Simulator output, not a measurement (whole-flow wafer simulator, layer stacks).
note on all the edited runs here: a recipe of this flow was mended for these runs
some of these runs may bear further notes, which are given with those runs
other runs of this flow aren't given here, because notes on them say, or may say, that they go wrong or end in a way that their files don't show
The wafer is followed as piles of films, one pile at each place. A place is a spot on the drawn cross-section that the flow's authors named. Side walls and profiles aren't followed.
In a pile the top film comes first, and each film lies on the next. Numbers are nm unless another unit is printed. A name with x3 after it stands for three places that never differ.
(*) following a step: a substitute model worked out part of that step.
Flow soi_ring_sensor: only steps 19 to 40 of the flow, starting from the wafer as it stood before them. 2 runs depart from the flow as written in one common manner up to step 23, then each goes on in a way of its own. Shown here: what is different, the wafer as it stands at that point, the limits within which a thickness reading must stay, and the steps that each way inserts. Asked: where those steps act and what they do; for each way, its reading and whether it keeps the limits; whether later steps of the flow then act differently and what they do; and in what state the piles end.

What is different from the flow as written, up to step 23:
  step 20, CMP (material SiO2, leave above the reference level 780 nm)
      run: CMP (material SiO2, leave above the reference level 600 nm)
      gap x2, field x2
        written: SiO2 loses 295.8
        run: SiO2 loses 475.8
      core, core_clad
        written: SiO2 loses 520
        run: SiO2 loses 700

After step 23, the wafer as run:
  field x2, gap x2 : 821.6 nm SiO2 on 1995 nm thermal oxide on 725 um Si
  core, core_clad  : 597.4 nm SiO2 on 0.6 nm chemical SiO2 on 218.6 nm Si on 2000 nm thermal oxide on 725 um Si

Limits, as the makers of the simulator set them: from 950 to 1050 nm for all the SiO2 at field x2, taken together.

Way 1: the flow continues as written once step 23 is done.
  After step 23, the reading is 821.6 nm, outside the limits.
  Steps later in the flow that act otherwise than as written (1 more step, not shown, differs only slightly: by at most 2% or 0.5 nm, whichever is larger):
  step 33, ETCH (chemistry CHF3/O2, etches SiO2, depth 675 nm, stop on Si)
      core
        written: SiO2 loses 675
        way: SiO2 loses 597.4 (all of it), chemical SiO2 loses 0.6 (all of it), Si loses 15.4
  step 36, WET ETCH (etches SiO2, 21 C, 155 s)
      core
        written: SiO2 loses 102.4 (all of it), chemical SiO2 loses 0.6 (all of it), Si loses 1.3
        way: Si loses 1.82
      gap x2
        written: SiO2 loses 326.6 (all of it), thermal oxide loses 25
        way: SiO2 loses 146.6 (all of it), thermal oxide loses 145
  The piles end different from the flow's at core, gap x2, field x2, core_clad by more than 2% or 0.5 nm, whichever is larger.
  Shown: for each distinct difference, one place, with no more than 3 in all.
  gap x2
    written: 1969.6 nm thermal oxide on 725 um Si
    way: 1849.6 nm thermal oxide on 725 um Si
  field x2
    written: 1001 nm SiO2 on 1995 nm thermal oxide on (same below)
    way: 821 nm SiO2 on 1995 nm thermal oxide on (same below)
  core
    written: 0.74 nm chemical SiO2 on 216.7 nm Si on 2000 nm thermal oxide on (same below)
    way: 0.74 nm chemical SiO2 on 200.7 nm Si on 2000 nm thermal oxide on (same below)

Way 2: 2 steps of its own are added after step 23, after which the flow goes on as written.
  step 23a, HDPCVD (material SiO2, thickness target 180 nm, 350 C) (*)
      core, gap x2, field x2, core_clad
        SiO2 gains 180
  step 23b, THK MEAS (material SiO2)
      leaves every film unchanged at each place that is followed
  After step 23b, the reading is 1001.6 nm, within the limits.
  Every later step of the flow that is run acts as written at every place that is followed.
  The piles end the same as the flow's at every place that both follow.

Keeping within the limits: way 2. Outside them: way 1.
